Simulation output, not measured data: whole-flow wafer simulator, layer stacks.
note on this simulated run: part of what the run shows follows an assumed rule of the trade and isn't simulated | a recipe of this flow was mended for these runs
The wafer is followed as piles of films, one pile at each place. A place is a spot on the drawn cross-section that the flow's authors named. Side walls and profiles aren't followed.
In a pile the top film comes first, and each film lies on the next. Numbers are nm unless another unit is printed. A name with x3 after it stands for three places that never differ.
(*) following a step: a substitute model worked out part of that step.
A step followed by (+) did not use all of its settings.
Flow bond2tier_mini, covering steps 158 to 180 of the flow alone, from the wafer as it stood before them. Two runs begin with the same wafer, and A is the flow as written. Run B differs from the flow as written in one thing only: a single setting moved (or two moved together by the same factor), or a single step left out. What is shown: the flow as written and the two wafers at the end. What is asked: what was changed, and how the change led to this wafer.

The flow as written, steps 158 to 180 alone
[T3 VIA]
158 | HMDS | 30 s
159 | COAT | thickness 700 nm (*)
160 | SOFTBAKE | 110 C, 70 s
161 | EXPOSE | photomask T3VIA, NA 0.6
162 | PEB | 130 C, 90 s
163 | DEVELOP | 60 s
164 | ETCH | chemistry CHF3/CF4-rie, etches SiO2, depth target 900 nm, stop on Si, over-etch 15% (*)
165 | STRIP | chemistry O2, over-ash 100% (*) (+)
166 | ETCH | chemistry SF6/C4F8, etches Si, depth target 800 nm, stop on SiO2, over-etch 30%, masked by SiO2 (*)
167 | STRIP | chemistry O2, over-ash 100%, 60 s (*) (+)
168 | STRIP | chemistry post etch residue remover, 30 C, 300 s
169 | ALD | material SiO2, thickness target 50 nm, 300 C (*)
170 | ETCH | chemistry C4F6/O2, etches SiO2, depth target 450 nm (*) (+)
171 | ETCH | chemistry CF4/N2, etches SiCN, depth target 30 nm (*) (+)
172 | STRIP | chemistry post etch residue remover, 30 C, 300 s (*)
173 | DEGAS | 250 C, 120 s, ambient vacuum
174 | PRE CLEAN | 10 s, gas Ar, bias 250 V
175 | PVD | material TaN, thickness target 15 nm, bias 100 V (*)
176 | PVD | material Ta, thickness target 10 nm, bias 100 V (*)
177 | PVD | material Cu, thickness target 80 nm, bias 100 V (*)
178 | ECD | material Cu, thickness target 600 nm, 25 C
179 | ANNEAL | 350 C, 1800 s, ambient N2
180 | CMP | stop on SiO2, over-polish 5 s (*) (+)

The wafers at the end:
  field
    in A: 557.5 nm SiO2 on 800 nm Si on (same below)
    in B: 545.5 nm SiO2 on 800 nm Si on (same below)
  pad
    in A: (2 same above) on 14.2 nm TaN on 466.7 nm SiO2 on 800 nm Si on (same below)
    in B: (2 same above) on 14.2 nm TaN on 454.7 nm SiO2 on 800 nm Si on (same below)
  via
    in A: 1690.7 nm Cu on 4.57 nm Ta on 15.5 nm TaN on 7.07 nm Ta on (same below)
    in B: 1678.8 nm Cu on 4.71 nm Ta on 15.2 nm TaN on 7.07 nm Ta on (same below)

Cause: step 169, ALD: thickness target 38 nm was run, whereas the flow has thickness target 50 nm.

How this came from the change, step by step:
  169 | ALD | material SiO2, thickness target 50 nm, 300 C (*)
      field, pad, via: A +50 SiO2 | B +38 SiO2
  170 | ETCH | chemistry C4F6/O2, etches SiO2, depth target 450 nm (*) (+)
      via: A -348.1 SiO2 (all of it), -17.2 SiCN | B -336.1 SiO2 (all of it), -19.2 SiCN
  171 | ETCH | chemistry CF4/N2, etches SiCN, depth target 30 nm (*) (+)
      via: A -17.6 SiCN (all of it), -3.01 TaN | B -15.6 SiCN (all of it), -3.51 TaN
  177 | PVD | material Cu, thickness target 80 nm, bias 100 V (*)
      via: A +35 Cu (new film) | B +36.2 Cu (new film)
